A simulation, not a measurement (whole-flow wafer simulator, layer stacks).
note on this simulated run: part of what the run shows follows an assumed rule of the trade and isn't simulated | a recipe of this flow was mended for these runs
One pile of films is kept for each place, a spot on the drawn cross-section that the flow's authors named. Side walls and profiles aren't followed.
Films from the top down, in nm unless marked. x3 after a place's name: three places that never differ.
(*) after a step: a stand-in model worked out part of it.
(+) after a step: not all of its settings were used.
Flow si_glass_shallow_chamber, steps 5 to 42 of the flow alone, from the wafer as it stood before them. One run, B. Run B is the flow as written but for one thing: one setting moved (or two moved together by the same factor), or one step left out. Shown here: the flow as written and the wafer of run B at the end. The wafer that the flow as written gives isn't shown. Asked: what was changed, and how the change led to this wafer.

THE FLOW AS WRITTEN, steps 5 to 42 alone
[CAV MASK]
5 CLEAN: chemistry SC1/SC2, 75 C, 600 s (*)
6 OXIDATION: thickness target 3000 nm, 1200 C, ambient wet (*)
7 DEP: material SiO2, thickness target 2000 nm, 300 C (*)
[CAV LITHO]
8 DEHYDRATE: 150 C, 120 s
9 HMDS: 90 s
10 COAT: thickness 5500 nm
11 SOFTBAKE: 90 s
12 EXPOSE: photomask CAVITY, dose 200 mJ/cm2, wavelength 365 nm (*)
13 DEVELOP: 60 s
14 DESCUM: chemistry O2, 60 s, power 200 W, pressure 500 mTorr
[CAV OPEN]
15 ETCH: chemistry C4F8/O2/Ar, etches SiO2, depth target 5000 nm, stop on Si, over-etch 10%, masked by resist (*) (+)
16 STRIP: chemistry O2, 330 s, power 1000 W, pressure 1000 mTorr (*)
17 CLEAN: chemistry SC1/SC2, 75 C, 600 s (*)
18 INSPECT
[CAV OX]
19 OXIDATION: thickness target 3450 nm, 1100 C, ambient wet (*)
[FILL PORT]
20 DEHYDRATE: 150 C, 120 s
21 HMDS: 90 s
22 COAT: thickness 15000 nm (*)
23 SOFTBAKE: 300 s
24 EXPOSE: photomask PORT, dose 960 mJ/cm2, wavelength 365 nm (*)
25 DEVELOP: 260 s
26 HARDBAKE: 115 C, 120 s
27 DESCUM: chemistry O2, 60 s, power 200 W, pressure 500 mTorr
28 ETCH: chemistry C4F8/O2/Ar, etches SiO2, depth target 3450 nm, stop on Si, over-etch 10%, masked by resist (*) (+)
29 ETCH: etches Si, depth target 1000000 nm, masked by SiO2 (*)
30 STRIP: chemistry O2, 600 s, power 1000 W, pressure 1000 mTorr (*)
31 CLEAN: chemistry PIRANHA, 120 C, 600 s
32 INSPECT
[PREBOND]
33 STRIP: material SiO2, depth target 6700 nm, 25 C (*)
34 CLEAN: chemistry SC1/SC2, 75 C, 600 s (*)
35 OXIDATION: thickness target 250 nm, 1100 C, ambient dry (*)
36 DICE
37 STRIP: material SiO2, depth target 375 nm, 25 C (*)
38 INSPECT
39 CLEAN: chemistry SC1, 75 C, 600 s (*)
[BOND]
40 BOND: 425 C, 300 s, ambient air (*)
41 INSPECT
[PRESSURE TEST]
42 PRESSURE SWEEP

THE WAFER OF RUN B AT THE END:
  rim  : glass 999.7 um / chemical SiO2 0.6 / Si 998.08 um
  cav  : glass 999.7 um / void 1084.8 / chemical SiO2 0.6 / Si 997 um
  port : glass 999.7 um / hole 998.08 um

The cause: step 7, DEP: thickness target 2240 nm was run, where the flow has thickness target 2000 nm; step 17, CLEAN: 672 s was run, where the flow has 600 s.

How the change led to this, step by step:
  7 DEP: material SiO2, thickness target 2000 nm, 300 C (*)
      rim, ramp, cav, port, septum, ring: SiO2 +2240 (as written it would be: SiO2 +2000)
  15 ETCH: chemistry C4F8/O2/Ar, etches SiO2, depth target 5000 nm, stop on Si, over-etch 10%, masked by resist (*) (+)
      cav, port: SiO2 -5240 (all of it), Si -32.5 (as written it would be: SiO2 -5000 (all of it), Si -62.5)
  17 CLEAN: chemistry SC1/SC2, 75 C, 600 s (*)
      rim, ramp, septum, ring: SiO2 -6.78 (as written it would be: SiO2 -6.06)
      cav, port: chemical SiO2 -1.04, Si -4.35 (as written it would be: chemical SiO2 -1.04, Si -3.77)
  19 OXIDATION: thickness target 3450 nm, 1100 C, ambient wet (*)
      rim, ramp, septum, ring: SiO2 +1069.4, Si -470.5 (as written it would be: SiO2 +1110.9, Si -488.8)
  22 COAT: thickness 15000 nm (*)
      rim: thick-i-line-resist +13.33 um (new film) (as written it would be: thick-i-line-resist +13.4 um (new film))
      ramp: thick-i-line-resist +12.79 um (new film) (as written it would be: thick-i-line-resist +12.89 um (new film))
      (and at 3 more places)
  23 SOFTBAKE: 300 s
      rim: thick-i-line-resist -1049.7 (as written it would be: thick-i-line-resist -997)
      ramp: thick-i-line-resist -515.1 (as written it would be: thick-i-line-resist -487.1)
      (and at 4 more places)
  25 DEVELOP: 260 s
      port: thick-i-line-resist -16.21 um (all of it) (as written it would be: thick-i-line-resist -16.16 um (all of it))
  29 ETCH: etches Si, depth target 1000000 nm, masked by SiO2 (*)
      rim, ramp: thick-i-line-resist -11.35 um (all of it), SiO2 -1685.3 (as written it would be: thick-i-line-resist -11.47 um (all of it), SiO2 -1617.3)
      port: hole +997.08 um (new film), Si -997.08 um (all of it) (as written it would be: hole +997.05 um (new film), Si -997.05 um (all of it))
      (and at 1 more place)
  30 STRIP: chemistry O2, 600 s, power 1000 W, pressure 1000 mTorr (*)
      cav: thick-i-line-resist -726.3 (all of it) (as written it would be: thick-i-line-resist -669.6 (all of it))
  33 STRIP: material SiO2, depth target 6700 nm, 25 C (*)
      rim, ramp: SiO2 -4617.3 (all of it) (as written it would be: SiO2 -4487.5 (all of it))
      septum: SiO2 -5924.1 (all of it) (as written it would be: SiO2 -5732.1 (all of it))
      (and at 1 more place)
